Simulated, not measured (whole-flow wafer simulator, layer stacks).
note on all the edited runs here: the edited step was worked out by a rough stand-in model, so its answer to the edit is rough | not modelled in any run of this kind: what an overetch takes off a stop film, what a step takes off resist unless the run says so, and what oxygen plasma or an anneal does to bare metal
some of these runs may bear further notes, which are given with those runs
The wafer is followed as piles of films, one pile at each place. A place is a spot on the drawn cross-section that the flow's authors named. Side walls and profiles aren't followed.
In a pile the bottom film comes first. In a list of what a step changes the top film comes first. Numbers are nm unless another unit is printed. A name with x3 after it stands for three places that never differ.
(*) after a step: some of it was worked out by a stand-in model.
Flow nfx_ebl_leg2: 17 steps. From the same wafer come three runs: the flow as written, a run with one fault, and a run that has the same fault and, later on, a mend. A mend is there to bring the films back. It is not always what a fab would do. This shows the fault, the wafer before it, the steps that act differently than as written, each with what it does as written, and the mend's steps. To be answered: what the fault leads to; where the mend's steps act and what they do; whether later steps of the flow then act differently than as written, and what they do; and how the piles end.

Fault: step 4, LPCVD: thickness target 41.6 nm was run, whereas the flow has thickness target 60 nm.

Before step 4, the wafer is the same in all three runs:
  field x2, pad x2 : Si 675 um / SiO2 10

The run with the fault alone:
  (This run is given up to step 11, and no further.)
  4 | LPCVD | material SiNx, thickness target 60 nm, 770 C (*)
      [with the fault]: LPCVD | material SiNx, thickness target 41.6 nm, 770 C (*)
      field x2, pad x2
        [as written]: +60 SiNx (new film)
        [with the fault]: +41.6 SiNx (new film)
  None of the later steps of the flow up to step 11 acts differently than as written at any place that is followed.
  The piles after step 11 differ from the flow's at field x2, pad x2 by more than 2% or 0.5 nm, whichever is larger.
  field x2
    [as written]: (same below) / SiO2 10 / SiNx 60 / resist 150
    [with the fault]: (same below) / SiO2 10 / SiNx 41.6 / resist 150
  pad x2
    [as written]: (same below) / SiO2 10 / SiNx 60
    [with the fault]: (same below) / SiO2 10 / SiNx 41.6

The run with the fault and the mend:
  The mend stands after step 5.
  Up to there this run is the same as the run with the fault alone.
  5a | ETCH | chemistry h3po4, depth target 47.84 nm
      field x2, pad x2
        -41.6 SiNx (all of it)
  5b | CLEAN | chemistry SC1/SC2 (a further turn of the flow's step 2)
      does not change any film at any place that is followed
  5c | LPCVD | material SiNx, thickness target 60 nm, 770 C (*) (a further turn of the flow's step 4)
      field x2, pad x2
        +60 SiNx (new film)
  None of the later steps of the flow acts differently than as written at any place that is followed.
  By the end, the piles equal the flow's at every place that both follow.
